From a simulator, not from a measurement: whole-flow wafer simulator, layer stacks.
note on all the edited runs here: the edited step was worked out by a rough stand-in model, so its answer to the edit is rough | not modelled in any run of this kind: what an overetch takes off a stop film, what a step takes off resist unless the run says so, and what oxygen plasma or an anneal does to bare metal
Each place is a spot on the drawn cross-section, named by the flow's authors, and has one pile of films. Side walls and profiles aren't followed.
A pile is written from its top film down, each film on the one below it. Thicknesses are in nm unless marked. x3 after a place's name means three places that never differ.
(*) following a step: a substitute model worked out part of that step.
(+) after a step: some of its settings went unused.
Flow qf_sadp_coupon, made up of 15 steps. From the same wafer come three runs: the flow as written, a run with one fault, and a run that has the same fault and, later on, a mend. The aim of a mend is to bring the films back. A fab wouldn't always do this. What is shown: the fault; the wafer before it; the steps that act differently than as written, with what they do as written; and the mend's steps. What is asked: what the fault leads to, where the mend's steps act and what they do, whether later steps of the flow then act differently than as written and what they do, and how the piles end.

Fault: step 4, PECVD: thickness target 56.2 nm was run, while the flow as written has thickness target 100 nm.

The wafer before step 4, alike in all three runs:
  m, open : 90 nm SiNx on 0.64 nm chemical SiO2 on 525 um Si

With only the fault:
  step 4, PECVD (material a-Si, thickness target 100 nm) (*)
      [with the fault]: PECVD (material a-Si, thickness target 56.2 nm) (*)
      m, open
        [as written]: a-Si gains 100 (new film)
        [with the fault]: a-Si gains 56.2 (new film)
  Steps later in the flow that act otherwise than as written:
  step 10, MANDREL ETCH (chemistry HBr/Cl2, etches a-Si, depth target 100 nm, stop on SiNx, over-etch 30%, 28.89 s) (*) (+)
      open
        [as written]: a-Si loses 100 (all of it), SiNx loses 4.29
        [with the fault]: a-Si loses 56.2 (all of it), SiNx loses 10.5
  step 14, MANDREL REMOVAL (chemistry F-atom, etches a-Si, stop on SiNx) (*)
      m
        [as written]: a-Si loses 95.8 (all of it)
        [with the fault]: a-Si loses 52 (all of it)
  By the end, the piles at open depart from the flow's by more than 2% or 0.5 nm, whichever is larger.
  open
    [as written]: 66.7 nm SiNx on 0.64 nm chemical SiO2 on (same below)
    [with the fault]: 60.4 nm SiNx on 0.64 nm chemical SiO2 on (same below)

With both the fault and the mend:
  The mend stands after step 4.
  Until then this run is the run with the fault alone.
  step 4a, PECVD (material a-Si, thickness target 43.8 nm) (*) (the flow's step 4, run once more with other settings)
      m, open
        a-Si gains 43.8
  None of the later steps of the flow acts differently than as written at any place that is followed.
  By the end, the piles equal the flow's at every place that both follow.
